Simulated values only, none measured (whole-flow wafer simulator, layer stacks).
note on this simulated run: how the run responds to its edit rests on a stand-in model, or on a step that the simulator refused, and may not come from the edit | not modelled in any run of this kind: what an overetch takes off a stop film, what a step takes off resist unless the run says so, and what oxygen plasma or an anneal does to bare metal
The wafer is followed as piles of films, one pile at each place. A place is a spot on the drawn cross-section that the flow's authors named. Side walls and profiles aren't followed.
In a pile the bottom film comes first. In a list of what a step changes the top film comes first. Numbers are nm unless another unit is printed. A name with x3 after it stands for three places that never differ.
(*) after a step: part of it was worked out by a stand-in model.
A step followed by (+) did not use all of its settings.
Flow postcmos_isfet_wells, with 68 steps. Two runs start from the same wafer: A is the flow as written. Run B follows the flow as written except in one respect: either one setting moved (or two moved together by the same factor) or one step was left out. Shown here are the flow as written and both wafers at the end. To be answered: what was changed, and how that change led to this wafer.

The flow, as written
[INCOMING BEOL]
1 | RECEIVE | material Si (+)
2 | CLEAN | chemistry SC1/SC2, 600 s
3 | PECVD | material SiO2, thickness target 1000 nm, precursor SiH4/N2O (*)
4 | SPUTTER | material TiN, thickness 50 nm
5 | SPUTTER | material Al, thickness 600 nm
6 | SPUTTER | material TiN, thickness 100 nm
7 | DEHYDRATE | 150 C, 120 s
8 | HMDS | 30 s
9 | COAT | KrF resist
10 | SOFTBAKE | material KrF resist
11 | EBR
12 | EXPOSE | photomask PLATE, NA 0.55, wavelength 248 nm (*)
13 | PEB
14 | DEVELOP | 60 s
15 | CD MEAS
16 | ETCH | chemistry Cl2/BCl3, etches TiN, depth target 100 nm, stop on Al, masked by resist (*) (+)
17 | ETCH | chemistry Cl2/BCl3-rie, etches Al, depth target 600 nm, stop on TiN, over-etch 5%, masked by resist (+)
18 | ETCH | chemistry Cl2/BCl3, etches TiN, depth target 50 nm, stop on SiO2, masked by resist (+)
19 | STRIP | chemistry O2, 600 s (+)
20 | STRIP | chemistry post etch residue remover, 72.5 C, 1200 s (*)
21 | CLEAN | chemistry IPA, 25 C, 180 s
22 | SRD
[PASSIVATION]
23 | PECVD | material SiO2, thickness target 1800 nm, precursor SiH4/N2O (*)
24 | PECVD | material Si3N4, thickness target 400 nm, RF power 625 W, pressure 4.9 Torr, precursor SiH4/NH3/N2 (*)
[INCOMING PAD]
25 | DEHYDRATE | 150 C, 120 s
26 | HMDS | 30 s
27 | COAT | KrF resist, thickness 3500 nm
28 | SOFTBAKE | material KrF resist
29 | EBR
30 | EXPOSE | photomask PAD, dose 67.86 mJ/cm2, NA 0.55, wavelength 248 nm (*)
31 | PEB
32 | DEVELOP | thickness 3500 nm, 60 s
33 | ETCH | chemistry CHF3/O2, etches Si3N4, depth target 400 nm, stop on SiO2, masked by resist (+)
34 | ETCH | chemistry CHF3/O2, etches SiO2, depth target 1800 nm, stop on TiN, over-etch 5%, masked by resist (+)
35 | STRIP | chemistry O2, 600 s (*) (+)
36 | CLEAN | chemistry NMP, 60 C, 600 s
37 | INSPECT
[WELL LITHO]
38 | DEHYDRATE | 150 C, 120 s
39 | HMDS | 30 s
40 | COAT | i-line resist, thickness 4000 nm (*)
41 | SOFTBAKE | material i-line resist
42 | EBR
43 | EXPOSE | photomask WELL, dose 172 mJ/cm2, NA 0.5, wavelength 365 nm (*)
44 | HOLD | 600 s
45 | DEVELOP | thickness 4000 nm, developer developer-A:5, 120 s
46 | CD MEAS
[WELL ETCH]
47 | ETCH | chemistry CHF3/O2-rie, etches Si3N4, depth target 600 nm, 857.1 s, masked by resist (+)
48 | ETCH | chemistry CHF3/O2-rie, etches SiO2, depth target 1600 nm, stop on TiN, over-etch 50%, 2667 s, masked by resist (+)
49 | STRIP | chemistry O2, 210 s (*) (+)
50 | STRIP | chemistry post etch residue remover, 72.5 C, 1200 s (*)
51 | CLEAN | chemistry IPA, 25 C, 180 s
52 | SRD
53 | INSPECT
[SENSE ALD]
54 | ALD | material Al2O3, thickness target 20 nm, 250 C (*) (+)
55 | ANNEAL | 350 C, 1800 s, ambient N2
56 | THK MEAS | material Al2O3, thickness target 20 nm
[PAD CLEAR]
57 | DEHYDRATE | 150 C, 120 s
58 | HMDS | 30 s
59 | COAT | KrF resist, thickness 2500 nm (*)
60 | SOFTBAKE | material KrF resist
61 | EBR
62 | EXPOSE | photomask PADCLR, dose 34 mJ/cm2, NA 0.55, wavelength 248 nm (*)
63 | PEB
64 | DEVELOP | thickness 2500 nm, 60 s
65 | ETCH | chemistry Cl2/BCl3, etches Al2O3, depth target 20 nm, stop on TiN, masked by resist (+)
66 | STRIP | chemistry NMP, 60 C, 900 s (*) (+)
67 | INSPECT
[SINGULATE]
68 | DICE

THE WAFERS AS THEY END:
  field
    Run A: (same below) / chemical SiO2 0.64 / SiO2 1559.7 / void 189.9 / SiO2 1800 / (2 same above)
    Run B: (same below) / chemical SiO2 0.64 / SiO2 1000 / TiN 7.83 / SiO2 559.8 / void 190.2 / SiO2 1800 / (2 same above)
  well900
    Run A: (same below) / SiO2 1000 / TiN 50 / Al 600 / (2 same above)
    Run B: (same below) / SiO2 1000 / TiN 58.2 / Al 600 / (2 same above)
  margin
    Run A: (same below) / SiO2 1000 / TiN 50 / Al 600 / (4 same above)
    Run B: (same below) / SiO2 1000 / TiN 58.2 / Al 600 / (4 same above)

The reason: step 4, SPUTTER: thickness 58.25 nm was run, though the flow has thickness 50 nm.
One can read it off the wafer: well900 has TiN 58.2, and step 4 as written asks for 50 nm.

Step by step, how the change led to this:
  4 | SPUTTER | material TiN, thickness 50 nm
      field, margin, well900, well1300 x3, pad_rim, pad_clr, pad_open: A +50 TiN (new film) | B +58.2 TiN (new film)
  18 | ETCH | chemistry Cl2/BCl3, etches TiN, depth target 50 nm, stop on SiO2, masked by resist (+)
      field: A -50 TiN (all of it) | B -50 TiN
  23 | PECVD | material SiO2, thickness target 1800 nm, precursor SiH4/N2O (*)
      field: A +1800 SiO2 (new film), +189.9 void (new film), +559.7 SiO2 | B +1800 SiO2 (new film), +190.2 void (new film), +559.8 SiO2 (new film)
Taking metal films that touch as one body, field has 1 body; the flow as written gives 0 bodies.
